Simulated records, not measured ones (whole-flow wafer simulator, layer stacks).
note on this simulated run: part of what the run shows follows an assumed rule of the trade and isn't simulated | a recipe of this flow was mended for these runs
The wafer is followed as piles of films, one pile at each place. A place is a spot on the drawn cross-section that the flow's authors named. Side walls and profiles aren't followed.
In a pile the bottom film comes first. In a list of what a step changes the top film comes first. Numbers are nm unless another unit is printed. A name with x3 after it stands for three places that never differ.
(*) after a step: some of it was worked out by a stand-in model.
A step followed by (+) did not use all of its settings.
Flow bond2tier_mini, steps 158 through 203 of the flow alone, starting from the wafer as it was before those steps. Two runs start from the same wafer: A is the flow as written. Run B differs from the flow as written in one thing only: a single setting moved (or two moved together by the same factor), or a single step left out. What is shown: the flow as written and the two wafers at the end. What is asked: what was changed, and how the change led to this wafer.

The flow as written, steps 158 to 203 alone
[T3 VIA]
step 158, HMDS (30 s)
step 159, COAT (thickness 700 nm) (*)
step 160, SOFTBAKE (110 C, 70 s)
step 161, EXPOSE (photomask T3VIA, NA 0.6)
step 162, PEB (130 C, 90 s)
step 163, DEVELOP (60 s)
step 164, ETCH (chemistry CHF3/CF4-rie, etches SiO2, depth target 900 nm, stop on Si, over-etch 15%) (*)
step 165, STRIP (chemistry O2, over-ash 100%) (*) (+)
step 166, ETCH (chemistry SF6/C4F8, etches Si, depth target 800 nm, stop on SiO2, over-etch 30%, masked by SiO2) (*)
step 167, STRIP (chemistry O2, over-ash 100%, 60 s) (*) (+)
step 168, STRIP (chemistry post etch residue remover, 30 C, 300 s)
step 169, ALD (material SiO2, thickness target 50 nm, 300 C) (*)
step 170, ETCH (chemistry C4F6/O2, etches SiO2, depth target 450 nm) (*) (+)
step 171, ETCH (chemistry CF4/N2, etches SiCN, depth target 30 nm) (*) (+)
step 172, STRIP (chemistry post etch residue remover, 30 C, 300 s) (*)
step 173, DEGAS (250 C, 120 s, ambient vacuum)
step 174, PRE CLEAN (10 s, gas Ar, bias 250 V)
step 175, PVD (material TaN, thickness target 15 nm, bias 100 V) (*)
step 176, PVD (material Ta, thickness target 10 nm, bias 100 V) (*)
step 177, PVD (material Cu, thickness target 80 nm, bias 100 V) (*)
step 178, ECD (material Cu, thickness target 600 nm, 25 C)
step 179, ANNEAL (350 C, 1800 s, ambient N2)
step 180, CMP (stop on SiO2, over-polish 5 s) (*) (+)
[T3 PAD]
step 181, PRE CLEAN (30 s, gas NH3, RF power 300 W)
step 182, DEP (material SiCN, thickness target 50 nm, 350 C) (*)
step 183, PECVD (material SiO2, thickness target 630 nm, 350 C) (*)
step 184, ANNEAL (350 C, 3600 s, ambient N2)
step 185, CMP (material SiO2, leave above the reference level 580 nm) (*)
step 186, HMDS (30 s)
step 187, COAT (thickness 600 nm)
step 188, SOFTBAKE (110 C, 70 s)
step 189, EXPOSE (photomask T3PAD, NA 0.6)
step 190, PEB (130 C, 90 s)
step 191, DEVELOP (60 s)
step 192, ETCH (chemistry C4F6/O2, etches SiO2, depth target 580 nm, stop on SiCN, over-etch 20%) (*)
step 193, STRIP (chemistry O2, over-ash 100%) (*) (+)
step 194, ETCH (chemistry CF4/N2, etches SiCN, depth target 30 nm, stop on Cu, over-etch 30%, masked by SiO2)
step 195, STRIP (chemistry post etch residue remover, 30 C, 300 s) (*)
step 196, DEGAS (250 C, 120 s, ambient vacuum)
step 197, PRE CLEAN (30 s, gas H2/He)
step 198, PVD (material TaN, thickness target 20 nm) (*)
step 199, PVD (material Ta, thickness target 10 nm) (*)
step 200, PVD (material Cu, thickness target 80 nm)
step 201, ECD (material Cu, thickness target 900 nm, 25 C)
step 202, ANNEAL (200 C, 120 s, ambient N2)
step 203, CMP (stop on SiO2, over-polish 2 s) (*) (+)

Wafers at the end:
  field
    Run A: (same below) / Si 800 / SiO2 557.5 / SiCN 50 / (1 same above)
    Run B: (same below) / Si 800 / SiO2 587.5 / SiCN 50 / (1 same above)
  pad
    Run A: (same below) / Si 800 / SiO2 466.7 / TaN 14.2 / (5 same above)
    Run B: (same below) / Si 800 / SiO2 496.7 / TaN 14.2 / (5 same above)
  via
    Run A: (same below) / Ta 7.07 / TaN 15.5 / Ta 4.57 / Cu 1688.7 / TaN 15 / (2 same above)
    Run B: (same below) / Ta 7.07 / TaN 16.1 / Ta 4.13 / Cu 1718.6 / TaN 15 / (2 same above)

The reason: step 169, ALD: thickness target 80 nm was run, though the flow has thickness target 50 nm.

The path from the change to this, step by step:
  step 169, ALD (material SiO2, thickness target 50 nm, 300 C) (*)
      field, pad, via: A +50 SiO2 | B +80 SiO2
  step 170, ETCH (chemistry C4F6/O2, etches SiO2, depth target 450 nm) (*) (+)
      via: A -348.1 SiO2 (all of it), -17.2 SiCN | B -378.1 SiO2 (all of it), -12.1 SiCN
  step 171, ETCH (chemistry CF4/N2, etches SiCN, depth target 30 nm) (*) (+)
      via: A -17.6 SiCN (all of it), -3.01 TaN | B -22.7 SiCN (all of it), -1.78 TaN
  step 175, PVD (material TaN, thickness target 15 nm, bias 100 V) (*)
      via: A +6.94 TaN | B +6.28 TaN
  step 177, PVD (material Cu, thickness target 80 nm, bias 100 V) (*)
      via: A +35 Cu (new film) | B +31.4 Cu (new film)
